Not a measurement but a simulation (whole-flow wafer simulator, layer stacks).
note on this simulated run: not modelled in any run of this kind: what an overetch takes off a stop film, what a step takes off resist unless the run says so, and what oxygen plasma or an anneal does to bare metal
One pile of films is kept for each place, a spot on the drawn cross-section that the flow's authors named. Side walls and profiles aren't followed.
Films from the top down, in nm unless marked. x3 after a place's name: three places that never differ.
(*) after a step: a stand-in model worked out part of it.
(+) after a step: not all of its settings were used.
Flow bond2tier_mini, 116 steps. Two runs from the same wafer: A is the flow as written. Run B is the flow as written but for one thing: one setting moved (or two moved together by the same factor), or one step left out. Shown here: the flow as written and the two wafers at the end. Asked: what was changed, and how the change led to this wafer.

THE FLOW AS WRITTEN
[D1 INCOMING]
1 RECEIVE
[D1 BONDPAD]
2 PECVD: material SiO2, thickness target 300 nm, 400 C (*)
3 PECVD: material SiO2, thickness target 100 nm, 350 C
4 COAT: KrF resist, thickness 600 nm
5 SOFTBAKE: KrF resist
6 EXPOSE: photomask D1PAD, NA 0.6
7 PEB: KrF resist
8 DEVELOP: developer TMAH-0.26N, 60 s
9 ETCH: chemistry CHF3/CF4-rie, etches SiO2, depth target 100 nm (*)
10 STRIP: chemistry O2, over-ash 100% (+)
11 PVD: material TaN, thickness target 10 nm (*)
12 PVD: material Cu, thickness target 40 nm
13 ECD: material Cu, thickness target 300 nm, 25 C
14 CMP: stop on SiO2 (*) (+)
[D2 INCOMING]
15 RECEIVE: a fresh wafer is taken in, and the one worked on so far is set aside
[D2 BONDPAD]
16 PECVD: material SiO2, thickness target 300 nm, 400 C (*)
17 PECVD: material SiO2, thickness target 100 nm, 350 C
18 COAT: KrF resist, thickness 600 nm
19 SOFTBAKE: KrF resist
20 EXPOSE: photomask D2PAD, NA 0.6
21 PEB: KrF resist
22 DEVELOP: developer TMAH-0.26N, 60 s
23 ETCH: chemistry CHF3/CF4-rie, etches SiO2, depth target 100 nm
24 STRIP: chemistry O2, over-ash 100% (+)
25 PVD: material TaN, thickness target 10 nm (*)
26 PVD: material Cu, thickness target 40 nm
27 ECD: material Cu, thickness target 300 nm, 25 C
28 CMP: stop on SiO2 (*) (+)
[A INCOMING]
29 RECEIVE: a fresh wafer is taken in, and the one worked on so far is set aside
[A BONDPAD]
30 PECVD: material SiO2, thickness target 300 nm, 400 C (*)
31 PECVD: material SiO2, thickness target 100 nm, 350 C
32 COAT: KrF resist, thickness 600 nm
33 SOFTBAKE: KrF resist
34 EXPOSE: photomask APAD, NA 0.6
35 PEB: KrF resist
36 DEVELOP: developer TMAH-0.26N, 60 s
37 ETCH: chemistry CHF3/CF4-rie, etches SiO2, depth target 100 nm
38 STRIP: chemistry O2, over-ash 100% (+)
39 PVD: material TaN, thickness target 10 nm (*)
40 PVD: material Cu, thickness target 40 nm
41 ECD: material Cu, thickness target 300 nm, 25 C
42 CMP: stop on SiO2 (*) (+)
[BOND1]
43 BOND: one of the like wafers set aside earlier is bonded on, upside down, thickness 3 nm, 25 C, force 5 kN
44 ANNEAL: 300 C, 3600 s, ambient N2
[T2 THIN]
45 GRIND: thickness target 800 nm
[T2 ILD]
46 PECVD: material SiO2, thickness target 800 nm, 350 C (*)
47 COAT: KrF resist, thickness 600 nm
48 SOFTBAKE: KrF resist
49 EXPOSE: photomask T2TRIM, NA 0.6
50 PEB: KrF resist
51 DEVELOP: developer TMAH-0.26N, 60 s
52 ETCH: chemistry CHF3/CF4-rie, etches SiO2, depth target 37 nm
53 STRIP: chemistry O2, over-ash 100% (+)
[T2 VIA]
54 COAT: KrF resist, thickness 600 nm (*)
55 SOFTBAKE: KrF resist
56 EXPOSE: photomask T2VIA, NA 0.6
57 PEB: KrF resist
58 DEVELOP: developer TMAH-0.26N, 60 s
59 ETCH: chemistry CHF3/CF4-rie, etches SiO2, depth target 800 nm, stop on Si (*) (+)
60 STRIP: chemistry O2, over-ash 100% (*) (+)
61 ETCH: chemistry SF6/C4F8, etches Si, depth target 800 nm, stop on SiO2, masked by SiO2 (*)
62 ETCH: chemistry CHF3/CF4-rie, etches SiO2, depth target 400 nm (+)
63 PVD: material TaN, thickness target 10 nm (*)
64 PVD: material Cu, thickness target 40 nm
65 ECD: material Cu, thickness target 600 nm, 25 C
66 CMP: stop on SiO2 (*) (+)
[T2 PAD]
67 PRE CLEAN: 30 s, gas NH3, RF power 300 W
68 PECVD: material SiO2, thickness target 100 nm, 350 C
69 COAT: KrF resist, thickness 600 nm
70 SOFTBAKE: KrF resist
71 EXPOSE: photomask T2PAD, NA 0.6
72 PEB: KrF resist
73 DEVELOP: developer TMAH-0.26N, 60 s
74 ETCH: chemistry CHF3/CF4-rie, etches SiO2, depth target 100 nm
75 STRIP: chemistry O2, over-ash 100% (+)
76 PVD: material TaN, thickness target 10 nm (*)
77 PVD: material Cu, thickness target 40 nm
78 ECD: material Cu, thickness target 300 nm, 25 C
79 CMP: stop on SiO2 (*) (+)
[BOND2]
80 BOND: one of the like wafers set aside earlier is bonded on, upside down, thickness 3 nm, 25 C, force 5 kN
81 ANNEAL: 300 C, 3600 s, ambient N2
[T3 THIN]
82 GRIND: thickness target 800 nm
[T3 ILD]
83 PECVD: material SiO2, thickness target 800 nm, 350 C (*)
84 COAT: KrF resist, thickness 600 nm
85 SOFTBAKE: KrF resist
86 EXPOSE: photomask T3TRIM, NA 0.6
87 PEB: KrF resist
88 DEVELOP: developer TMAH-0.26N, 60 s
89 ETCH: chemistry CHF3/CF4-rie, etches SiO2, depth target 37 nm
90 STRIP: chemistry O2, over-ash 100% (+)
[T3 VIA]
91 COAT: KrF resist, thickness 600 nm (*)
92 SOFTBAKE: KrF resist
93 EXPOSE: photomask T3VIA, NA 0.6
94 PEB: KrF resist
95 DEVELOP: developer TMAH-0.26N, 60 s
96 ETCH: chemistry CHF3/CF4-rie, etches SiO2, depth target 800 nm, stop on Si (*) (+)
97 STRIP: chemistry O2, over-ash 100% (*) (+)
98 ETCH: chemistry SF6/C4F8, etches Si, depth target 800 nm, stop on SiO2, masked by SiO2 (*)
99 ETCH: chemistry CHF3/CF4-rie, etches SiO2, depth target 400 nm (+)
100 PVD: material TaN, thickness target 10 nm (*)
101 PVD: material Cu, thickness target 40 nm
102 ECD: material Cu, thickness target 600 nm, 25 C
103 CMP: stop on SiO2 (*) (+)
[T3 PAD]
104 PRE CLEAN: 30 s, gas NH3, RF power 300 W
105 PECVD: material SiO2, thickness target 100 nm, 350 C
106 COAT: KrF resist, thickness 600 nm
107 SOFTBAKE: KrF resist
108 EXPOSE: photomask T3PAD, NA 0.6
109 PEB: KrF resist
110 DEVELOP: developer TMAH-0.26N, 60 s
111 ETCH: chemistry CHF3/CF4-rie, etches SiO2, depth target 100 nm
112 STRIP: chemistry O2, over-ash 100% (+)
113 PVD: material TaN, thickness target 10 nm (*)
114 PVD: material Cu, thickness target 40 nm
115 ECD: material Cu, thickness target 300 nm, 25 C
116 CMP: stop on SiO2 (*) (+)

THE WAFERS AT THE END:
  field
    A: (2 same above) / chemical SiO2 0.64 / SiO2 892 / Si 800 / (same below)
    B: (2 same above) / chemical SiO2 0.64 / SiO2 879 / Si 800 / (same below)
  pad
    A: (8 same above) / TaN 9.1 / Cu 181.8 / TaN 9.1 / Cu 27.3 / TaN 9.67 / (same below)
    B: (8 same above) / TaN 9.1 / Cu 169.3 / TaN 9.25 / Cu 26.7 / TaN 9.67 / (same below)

The cause: step 68, PECVD: thickness target 87 nm was run, where the flow has thickness target 100 nm.

How the change led to this, step by step:
  68 PECVD: material SiO2, thickness target 100 nm, 350 C
      field: A SiO2 +100 | B SiO2 +87
      pad: A SiO2 +100 (new film) | B SiO2 +87 (new film)
  74 ETCH: chemistry CHF3/CF4-rie, etches SiO2, depth target 100 nm
      pad: A SiO2 -100 (all of it) | B SiO2 -87 (all of it), Cu -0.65
  78 ECD: material Cu, thickness target 300 nm, 25 C
      pad: A Cu +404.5 | B Cu +391.6
